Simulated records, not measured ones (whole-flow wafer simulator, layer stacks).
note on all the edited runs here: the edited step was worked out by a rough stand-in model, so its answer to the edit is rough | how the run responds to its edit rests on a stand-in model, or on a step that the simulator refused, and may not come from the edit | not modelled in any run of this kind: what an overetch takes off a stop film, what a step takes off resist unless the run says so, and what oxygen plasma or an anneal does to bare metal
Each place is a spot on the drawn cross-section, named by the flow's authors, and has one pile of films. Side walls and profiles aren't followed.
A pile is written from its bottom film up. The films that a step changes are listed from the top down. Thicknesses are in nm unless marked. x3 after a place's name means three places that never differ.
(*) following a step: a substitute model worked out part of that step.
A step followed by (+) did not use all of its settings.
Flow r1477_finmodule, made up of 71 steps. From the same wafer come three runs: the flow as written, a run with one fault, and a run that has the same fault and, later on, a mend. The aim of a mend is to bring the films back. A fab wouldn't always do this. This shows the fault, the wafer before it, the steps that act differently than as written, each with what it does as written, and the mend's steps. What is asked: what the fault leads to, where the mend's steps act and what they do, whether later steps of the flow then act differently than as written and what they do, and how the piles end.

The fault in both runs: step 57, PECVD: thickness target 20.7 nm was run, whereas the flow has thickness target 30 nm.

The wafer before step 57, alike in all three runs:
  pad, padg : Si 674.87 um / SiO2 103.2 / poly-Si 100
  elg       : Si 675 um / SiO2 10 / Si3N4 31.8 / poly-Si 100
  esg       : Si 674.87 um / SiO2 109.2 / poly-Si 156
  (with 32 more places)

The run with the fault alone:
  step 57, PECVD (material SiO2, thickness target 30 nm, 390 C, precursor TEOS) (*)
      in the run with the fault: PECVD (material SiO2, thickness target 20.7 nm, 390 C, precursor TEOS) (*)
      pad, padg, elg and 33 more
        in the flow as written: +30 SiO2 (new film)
        in the run with the fault: +20.7 SiO2 (new film)
  Later steps of the flow acting differently than as written (3 other steps are not shown; they differ only slightly, by no more than 2% or 0.5 nm, whichever is larger):
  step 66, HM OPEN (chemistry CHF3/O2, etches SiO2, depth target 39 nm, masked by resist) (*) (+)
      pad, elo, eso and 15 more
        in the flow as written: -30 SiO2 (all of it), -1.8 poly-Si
        in the run with the fault: -20.7 SiO2 (all of it), -2.07 poly-Si
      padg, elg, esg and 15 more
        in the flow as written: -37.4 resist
        in the run with the fault: -29.8 resist
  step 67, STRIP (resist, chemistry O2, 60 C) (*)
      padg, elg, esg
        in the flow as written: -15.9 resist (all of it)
        in the run with the fault: -23.5 resist (all of it)
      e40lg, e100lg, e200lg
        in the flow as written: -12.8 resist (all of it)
        in the run with the fault: -20.4 resist (all of it)
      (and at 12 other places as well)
  The piles end different from the flow's at padg, elg, esg and 15 more by more than 2% or 0.5 nm, whichever is larger.
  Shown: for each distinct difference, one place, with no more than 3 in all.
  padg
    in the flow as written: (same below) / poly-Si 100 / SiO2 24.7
    in the run with the fault: (same below) / poly-Si 100 / SiO2 15.4
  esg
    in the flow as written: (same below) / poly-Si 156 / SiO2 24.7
    in the run with the fault: (same below) / poly-Si 156 / SiO2 15.4
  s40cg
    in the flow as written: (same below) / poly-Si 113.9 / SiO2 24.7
    in the run with the fault: (same below) / poly-Si 113.9 / SiO2 15.4

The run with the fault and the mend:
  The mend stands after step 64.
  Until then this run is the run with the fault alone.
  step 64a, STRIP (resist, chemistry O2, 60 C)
      padg, elg, esg
        -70 resist (all of it)
      e40lg, e100lg, e200lg
        -66.9 resist (all of it)
      s40sg, s45sg
        -91 resist (all of it)
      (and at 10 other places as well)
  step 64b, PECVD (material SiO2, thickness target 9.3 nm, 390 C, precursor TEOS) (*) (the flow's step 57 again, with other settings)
      pad, padg, elg and 33 more
        +9.3 SiO2
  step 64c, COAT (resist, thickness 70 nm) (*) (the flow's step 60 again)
      e40lg, e100lg, e200lg, elo, e40lo, e100lo, e200lo
        +66.9 resist (new film)
      pad, padg, elg, esg
        +70 resist (new film)
      s40sg, s45sg, s40so, s45so
        +91 resist (new film)
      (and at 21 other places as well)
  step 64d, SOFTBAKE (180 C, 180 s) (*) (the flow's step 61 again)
      leaves every film unchanged at each place that is followed
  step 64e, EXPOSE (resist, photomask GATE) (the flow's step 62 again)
      leaves every film unchanged at each place that is followed
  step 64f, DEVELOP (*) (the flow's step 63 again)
      elo, e40lo, e100lo, e200lo
        -66.9 resist (all of it)
      eso, e40so
        -129.5 resist (all of it)
      s40so, s45so
        -91 resist (all of it)
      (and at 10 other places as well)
  Every later step of the flow that is run acts as written at every place that is followed.
  At every place that both follow, the piles at the end match the flow's.
